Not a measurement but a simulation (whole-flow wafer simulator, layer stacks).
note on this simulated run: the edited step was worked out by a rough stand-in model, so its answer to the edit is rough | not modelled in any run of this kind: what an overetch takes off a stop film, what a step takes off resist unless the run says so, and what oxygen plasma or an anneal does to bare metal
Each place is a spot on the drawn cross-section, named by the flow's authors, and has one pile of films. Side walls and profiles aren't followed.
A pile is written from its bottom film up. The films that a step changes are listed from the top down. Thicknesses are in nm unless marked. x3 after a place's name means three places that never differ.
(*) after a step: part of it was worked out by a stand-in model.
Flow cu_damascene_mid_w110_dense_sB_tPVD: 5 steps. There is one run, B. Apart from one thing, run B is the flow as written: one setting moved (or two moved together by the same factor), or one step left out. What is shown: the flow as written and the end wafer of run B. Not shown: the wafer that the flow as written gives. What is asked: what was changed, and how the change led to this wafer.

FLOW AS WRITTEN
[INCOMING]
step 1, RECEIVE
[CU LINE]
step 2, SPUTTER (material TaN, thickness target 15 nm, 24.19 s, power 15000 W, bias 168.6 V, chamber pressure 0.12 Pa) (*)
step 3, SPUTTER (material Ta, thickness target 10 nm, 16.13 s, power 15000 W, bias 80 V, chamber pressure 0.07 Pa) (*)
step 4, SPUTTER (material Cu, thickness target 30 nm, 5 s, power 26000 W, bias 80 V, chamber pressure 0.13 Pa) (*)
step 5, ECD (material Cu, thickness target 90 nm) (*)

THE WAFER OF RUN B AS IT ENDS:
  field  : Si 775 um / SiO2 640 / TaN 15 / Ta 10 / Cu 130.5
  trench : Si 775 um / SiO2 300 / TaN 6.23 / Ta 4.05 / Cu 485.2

Cause: step 4, SPUTTER: thickness target 40.5 nm was run, while the flow as written has thickness target 30 nm; step 4, SPUTTER: 6.75 s was run, where the flow has 5 s.

The path from the change to this, step by step:
  step 4, SPUTTER (material Cu, thickness target 30 nm, 5 s, power 26000 W, bias 80 V, chamber pressure 0.13 Pa) (*)
      field: Cu gains 40.5 (new film) (as written it would have been: Cu gains 30 (new film))
      trench: Cu gains 16.8 (new film) (as written it would have been: Cu gains 12.5 (new film))
